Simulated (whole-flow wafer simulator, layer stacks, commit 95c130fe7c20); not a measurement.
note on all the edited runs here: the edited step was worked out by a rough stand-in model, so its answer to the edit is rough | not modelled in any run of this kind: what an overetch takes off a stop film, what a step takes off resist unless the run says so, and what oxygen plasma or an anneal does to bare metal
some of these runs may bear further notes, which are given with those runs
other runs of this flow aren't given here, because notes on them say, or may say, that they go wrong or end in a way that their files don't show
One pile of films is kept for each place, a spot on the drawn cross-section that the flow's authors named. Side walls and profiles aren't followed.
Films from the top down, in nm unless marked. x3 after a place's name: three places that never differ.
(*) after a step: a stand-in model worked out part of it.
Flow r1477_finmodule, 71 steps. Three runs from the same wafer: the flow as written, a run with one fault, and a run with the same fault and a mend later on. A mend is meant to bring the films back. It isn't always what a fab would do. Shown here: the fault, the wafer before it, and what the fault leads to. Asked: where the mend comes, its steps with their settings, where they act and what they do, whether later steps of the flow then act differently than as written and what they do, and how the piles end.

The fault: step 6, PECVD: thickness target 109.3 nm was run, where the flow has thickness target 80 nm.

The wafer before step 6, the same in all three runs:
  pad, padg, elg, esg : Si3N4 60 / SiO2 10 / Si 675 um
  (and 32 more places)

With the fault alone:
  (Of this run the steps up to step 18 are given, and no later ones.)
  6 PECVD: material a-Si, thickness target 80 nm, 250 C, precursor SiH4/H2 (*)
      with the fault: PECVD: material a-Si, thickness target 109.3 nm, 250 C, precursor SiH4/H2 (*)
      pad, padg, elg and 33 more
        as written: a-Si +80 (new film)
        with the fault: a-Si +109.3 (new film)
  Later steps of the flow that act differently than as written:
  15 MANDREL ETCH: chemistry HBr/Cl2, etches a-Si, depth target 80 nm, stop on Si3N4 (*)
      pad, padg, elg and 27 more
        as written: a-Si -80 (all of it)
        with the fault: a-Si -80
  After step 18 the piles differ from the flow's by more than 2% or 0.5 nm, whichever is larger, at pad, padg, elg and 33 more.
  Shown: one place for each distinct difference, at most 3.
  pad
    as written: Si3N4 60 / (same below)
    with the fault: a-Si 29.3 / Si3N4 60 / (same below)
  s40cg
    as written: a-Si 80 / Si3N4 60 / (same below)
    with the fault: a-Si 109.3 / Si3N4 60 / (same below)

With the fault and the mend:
  The mend comes after step 7.
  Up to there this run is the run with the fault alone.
  7a ETCH: chemistry tmah, depth target 29.3 nm
      pad, padg, elg and 33 more
        a-Si -29.3
  No later step of the flow acts differently than as written at any place that is followed.
  At the end the piles are the same as the flow's at every place that both follow.
